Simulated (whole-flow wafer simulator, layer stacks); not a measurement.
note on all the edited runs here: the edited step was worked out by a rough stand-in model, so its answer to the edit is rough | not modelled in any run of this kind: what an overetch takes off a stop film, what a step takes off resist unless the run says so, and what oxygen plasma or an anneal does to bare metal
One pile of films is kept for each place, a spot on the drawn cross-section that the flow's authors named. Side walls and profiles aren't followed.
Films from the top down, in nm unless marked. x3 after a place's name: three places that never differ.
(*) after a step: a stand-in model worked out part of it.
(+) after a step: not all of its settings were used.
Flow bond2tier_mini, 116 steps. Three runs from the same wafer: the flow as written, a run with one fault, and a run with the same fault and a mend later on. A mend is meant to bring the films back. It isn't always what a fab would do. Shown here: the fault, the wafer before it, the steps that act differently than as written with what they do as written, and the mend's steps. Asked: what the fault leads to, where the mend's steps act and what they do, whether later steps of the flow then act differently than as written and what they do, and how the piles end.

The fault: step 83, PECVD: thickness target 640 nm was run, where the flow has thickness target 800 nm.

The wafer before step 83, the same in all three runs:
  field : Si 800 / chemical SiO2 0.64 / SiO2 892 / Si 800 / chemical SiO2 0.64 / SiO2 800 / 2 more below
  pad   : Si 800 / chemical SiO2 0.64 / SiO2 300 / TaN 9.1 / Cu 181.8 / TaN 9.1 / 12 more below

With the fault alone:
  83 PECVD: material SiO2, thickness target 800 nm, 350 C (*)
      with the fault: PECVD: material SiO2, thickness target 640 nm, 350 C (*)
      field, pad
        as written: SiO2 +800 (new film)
        with the fault: SiO2 +640 (new film)
  No later step of the flow acts differently than as written at any place that is followed.
  At the end the piles differ from the flow's by more than 2% or 0.5 nm, whichever is larger, at field, pad.
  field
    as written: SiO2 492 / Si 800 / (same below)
    with the fault: SiO2 332 / Si 800 / (same below)
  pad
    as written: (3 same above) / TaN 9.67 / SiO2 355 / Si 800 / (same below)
    with the fault: (3 same above) / TaN 9.67 / SiO2 195 / Si 800 / (same below)

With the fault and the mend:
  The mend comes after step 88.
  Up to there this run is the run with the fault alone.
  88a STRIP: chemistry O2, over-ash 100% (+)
      field
        KrF resist -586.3 (all of it)
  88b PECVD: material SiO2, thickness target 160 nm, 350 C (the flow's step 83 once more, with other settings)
      field, pad
        SiO2 +160
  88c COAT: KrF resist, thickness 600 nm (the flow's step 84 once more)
      field, pad
        KrF resist +600 (new film)
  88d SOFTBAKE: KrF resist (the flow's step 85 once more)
      changes no film at any place that is followed
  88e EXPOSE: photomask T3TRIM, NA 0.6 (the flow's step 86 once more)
      changes no film at any place that is followed
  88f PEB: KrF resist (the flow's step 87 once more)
      changes no film at any place that is followed
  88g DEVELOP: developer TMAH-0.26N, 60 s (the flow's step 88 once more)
      field
        KrF resist -13.7
      pad
        KrF resist -600 (all of it)
  No later step of the flow acts differently than as written at any place that is followed.
  At the end the piles are the same as the flow's at every place that both follow.
